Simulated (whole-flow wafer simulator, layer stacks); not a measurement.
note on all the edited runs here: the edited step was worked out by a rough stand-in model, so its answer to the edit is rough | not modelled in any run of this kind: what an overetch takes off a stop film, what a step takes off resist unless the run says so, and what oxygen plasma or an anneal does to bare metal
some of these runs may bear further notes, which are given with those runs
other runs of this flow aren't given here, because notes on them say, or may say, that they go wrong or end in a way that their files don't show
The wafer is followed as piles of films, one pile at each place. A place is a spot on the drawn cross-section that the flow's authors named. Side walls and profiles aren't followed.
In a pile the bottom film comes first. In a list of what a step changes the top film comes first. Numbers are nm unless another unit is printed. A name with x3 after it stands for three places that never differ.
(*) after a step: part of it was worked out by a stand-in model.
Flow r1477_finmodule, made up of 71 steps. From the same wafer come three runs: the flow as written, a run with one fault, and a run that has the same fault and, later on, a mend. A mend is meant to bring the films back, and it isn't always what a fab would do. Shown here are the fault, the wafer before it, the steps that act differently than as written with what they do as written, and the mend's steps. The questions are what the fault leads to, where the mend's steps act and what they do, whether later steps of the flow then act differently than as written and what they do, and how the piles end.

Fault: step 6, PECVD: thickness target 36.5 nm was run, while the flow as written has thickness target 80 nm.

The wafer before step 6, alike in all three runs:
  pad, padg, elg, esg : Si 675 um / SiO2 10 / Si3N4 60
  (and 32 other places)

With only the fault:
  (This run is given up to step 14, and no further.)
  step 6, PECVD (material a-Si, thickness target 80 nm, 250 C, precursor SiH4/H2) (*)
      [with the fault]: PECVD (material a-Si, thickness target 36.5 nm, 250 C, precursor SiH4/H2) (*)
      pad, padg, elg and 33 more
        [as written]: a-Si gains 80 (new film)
        [with the fault]: a-Si gains 36.5 (new film)
  Every later step of the flow up to step 14 that is run acts as written at every place that is followed.
  The piles after step 14 differ from the flow's at pad, padg, elg and 33 more by more than 2% or 0.5 nm, whichever is larger.
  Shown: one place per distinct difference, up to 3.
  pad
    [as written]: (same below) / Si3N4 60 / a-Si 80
    [with the fault]: (same below) / Si3N4 60 / a-Si 36.5
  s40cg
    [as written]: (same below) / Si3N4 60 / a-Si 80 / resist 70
    [with the fault]: (same below) / Si3N4 60 / a-Si 36.5 / resist 70

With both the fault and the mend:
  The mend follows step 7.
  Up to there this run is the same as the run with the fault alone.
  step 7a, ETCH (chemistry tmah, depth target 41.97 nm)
      pad, padg, elg and 33 more
        a-Si loses 36.5 (all of it)
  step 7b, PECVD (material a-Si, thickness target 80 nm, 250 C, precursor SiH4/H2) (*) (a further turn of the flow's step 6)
      pad, padg, elg and 33 more
        a-Si gains 80 (new film)
  Every later step of the flow that is run acts as written at every place that is followed.
  At every place that both follow, the piles at the end match the flow's.
